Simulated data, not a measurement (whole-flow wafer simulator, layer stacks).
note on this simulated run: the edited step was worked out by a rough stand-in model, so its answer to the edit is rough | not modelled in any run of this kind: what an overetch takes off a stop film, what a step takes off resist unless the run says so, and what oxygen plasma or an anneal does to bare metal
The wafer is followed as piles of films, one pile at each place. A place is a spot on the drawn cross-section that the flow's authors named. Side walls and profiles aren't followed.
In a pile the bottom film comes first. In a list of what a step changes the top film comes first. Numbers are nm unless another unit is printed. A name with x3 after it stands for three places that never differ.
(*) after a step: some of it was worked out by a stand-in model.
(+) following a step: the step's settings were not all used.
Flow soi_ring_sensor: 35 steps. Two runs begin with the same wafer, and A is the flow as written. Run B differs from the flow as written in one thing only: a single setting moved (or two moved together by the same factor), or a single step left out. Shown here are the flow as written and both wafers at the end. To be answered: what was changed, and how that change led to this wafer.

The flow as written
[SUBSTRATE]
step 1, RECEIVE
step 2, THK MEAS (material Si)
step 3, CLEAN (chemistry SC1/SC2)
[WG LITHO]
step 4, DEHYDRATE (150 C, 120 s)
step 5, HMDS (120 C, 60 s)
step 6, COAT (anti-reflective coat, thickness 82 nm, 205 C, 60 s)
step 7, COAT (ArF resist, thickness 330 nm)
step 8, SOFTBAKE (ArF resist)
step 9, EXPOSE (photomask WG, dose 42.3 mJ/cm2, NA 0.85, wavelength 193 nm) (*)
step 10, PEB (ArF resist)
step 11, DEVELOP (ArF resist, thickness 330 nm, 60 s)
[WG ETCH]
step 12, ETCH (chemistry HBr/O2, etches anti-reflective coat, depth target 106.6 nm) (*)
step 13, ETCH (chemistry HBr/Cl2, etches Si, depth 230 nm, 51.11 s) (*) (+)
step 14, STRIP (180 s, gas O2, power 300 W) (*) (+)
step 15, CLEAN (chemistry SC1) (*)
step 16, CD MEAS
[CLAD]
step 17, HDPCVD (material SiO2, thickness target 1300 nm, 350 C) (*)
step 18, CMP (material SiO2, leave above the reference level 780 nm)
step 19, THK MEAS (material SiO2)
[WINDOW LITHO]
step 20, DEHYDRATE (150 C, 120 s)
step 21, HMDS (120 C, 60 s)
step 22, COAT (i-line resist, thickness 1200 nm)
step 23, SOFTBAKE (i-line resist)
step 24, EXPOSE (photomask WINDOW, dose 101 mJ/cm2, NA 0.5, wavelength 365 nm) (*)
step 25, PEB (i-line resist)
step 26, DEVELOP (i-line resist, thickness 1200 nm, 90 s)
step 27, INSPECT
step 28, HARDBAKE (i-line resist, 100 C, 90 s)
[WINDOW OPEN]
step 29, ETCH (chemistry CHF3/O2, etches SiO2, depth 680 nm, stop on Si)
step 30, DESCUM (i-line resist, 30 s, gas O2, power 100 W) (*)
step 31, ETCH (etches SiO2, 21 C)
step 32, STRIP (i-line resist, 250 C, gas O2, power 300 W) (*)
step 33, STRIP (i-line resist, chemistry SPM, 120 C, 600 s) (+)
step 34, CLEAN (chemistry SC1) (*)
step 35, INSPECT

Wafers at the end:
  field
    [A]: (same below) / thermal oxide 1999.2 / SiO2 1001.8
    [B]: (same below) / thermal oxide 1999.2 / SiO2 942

What caused this: step 17, HDPCVD: thickness target 942 nm was run, while the flow as written has thickness target 1300 nm.

The path from the change to this, step by step:
  step 17, HDPCVD (material SiO2, thickness target 1300 nm, 350 C) (*)
      core, gap, window, field, core_clad, gap_clad: A SiO2 gains 1300 (new film) | B SiO2 gains 942 (new film)
  step 18, CMP (material SiO2, leave above the reference level 780 nm)
      gap, window, field, gap_clad: A SiO2 loses 298.2 | B nothing
      core, core_clad: A SiO2 loses 520 | B SiO2 loses 162
  step 22, COAT (i-line resist, thickness 1200 nm)
      core, core_clad: A i-line resist gains 1200 (new film) | B i-line resist gains 1147.9 (new film)
  step 23, SOFTBAKE (i-line resist)
      core, core_clad: A nothing | B i-line resist loses 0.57
      gap, gap_clad: A nothing | B i-line resist loses 0.74
  step 25, PEB (i-line resist)
      core, core_clad: A i-line resist loses 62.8 | B i-line resist loses 60.1
  step 26, DEVELOP (i-line resist, thickness 1200 nm, 90 s)
      core: A i-line resist loses 1137.2 (all of it) | B i-line resist loses 1087.2 (all of it)
  step 32, STRIP (i-line resist, 250 C, gas O2, power 300 W) (*)
      core_clad: A i-line resist loses 550.1 (all of it) | B i-line resist loses 500.2 (all of it)
